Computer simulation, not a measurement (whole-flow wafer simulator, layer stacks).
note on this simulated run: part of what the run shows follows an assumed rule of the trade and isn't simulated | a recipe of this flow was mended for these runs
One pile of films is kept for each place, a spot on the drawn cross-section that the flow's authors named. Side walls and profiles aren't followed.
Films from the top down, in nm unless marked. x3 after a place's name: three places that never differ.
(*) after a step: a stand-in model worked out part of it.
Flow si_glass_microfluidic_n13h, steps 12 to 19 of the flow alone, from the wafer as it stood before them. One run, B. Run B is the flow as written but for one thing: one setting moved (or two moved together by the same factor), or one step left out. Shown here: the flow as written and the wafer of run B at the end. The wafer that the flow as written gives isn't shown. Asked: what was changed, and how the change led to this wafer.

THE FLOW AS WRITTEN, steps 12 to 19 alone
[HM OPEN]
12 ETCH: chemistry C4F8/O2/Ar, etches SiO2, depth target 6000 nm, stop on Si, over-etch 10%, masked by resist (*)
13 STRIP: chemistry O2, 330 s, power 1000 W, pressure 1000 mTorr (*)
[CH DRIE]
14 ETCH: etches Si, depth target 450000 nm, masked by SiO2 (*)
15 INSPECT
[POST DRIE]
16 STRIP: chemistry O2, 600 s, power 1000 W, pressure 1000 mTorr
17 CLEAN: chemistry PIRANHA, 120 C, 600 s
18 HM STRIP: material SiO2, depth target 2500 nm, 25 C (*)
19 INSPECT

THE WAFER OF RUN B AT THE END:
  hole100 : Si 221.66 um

The cause: step 12, ETCH: depth target 4650 nm was run, where the flow has depth target 6000 nm.

How the change led to this, step by step:
  12 ETCH: chemistry C4F8/O2/Ar, etches SiO2, depth target 6000 nm, stop on Si, over-etch 10%, masked by resist (*)
      hole100: SiO2 -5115 (as written it would be: SiO2 -6000 (all of it), Si -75)
      land: thick-i-line-resist -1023 (as written it would be: thick-i-line-resist -1320)
  13 STRIP: chemistry O2, 330 s, power 1000 W, pressure 1000 mTorr (*)
      hole100: nothing (as written it would be: chemical SiO2 +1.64 (new film), Si -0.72)
      land: thick-i-line-resist -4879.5 (all of it) (as written it would be: thick-i-line-resist -4582.5 (all of it))
  14 ETCH: etches Si, depth target 450000 nm, masked by SiO2 (*)
      hole100: SiO2 -885 (all of it), Si -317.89 um (as written it would be: chemical SiO2 -1.64 (all of it), Si -450.64 um)
